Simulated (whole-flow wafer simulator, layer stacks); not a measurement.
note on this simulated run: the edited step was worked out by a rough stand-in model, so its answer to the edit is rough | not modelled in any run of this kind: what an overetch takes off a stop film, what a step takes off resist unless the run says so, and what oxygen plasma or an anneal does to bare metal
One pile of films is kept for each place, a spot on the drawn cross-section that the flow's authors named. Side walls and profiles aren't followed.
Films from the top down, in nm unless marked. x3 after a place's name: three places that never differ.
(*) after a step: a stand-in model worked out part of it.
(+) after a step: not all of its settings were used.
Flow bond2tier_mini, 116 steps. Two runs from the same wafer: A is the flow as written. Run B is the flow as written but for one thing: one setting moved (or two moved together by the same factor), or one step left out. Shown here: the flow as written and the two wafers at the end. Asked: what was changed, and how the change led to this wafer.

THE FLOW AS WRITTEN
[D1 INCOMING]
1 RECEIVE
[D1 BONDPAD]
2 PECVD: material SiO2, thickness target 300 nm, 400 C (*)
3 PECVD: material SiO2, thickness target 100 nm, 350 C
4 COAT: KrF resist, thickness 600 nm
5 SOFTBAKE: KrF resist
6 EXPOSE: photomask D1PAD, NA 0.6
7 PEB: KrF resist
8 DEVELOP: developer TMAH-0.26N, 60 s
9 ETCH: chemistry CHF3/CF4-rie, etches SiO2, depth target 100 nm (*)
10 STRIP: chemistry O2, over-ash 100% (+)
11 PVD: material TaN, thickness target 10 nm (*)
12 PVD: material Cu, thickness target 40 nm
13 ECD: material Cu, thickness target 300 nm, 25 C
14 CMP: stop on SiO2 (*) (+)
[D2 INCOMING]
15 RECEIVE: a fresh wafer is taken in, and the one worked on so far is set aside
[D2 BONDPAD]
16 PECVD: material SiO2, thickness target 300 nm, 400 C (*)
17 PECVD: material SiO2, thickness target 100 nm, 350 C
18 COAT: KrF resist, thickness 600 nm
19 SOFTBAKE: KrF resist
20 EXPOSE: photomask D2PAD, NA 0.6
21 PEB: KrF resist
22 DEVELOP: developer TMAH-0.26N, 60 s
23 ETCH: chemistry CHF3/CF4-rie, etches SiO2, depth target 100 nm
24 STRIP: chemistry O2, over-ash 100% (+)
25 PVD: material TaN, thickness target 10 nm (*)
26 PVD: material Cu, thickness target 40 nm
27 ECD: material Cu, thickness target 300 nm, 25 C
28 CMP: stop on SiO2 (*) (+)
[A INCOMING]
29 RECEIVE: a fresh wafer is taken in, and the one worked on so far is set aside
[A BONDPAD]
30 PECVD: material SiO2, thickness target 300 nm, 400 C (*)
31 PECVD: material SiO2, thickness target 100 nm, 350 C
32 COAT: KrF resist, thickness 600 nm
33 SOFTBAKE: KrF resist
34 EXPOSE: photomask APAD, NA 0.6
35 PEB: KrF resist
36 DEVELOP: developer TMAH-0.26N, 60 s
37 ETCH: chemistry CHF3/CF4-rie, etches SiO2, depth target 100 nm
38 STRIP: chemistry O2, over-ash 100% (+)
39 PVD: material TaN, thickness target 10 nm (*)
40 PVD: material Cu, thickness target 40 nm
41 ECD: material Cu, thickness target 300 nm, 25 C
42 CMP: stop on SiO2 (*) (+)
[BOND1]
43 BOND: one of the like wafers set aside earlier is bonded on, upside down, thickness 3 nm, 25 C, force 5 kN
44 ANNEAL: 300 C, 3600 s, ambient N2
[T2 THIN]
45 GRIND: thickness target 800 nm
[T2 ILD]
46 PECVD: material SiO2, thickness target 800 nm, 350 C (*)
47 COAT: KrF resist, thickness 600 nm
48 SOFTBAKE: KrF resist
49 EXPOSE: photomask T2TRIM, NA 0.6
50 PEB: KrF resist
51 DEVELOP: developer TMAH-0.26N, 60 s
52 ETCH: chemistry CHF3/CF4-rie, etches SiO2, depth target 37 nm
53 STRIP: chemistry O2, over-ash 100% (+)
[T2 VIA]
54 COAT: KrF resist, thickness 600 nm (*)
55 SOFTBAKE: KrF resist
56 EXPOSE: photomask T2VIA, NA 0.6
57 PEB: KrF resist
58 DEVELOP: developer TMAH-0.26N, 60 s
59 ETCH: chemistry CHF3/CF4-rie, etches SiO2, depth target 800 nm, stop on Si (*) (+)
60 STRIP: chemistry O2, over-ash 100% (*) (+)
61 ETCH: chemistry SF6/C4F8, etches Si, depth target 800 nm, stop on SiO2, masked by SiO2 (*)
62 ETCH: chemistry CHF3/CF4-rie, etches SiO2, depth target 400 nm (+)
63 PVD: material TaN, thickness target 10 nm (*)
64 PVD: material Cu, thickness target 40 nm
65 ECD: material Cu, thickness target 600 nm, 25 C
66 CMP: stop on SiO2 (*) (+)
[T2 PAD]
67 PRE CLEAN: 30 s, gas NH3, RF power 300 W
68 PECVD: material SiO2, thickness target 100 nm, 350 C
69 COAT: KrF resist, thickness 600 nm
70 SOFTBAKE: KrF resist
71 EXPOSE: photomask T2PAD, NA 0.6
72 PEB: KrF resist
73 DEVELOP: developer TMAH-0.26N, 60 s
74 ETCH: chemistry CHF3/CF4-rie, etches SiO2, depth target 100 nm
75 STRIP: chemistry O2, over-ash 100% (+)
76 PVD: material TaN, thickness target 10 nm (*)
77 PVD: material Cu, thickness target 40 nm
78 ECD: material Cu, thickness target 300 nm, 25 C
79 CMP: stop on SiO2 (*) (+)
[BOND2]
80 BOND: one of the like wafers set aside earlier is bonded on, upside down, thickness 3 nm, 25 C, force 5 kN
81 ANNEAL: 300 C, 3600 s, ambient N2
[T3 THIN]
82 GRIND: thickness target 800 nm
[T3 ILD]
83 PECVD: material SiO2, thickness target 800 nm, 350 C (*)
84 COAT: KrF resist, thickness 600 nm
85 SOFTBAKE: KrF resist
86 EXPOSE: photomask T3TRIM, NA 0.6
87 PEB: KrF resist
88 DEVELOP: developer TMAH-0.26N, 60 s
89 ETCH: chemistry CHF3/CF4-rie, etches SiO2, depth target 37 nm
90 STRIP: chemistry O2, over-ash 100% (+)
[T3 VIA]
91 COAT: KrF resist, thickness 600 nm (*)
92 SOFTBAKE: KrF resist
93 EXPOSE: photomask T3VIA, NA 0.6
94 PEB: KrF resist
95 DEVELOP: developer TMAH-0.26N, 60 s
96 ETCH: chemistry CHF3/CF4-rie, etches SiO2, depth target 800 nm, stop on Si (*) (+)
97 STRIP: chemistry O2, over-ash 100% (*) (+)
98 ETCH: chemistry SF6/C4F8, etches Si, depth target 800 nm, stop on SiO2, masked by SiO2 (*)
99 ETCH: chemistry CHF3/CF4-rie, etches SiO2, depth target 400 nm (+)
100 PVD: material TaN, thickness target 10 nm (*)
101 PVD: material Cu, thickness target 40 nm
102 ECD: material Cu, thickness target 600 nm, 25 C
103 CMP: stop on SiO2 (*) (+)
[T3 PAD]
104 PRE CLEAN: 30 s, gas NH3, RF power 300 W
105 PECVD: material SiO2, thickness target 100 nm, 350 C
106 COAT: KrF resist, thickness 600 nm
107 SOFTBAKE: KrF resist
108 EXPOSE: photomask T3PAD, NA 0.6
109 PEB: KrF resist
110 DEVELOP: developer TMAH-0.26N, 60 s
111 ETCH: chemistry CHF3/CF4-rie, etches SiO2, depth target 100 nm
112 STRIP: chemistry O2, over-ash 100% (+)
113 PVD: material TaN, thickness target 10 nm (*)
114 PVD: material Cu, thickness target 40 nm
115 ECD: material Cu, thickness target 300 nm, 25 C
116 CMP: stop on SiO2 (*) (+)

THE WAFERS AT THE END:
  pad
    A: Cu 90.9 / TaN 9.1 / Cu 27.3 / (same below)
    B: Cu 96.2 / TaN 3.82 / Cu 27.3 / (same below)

The cause: step 113, PVD: thickness target 4.2 nm was run, where the flow has thickness target 10 nm.

How the change led to this, step by step:
  113 PVD: material TaN, thickness target 10 nm (*)
      field: A TaN +10 (new film) | B TaN +4.2 (new film)
      pad: A TaN +9.1 (new film) | B TaN +3.82 (new film)
  116 CMP: stop on SiO2 (*) (+)
      field: A Cu -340 (all of it), TaN -10 (all of it) | B Cu -340 (all of it), TaN -4.2 (all of it)
